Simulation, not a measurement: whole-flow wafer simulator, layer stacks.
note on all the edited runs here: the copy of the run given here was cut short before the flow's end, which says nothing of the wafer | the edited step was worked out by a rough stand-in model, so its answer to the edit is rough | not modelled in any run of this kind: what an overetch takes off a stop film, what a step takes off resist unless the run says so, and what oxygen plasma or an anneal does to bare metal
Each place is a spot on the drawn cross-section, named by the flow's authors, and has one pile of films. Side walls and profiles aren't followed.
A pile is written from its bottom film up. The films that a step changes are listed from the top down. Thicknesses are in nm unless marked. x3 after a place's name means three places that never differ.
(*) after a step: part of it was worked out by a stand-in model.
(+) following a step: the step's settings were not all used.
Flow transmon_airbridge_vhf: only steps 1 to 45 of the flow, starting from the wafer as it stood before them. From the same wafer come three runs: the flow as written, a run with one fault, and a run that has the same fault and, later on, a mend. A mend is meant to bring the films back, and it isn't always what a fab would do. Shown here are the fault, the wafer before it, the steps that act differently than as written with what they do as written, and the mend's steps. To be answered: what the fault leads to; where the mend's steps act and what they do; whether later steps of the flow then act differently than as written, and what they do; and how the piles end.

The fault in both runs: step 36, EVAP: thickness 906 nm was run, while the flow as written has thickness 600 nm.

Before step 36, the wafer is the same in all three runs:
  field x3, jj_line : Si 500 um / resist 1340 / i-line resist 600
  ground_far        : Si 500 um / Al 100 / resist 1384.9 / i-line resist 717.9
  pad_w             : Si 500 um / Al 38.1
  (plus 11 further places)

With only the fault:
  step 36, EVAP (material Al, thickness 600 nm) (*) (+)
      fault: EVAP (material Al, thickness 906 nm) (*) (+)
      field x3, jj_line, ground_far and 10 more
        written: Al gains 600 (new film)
        fault: Al gains 906 (new film)
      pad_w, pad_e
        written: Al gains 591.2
        fault: Al gains 892.8
  Steps later in the flow that act otherwise than as written:
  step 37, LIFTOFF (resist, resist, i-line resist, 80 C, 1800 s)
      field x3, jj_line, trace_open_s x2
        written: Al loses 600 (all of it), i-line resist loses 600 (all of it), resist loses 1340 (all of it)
        fault: Al loses 906 (all of it), i-line resist loses 600 (all of it), resist loses 1340 (all of it)
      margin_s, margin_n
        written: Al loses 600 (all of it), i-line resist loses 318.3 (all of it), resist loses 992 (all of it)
        fault: Al loses 906 (all of it), i-line resist loses 318.3 (all of it), resist loses 992 (all of it)
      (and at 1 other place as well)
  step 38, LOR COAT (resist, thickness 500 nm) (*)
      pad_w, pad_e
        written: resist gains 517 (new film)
        fault: resist gains 496.8 (new film)
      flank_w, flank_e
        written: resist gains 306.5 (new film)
        fault: resist gains 299 (new film)
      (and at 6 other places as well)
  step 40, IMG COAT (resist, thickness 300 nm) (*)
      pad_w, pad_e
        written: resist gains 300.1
        fault: resist gains 287.8
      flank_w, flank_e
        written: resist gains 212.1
        fault: resist gains 202.2
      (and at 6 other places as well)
  The piles end different from the flow's at pad_w, flank_w, gap_w and 7 more by more than 2% or 0.5 nm, whichever is larger.
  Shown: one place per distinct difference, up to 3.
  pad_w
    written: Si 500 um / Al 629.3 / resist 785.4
    fault: Si 500 um / Al 930.8 / resist 752.8
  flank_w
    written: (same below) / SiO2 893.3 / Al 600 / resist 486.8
    fault: (same below) / SiO2 893.3 / Al 906 / resist 469.4
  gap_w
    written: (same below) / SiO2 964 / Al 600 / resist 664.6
    fault: (same below) / SiO2 964 / Al 906 / resist 642

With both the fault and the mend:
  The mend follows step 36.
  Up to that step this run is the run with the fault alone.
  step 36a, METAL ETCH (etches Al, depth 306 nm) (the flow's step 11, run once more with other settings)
      field x3, jj_line, ground_far and 12 more
        Al loses 306
  None of the later steps of the flow differs from how it acts as written, at any place that is followed, by more than 2% or 0.5 nm, whichever is larger.
  The piles end only slightly different from the flow's at the places that both follow, by no more than 2% or 0.5 nm, whichever is larger.
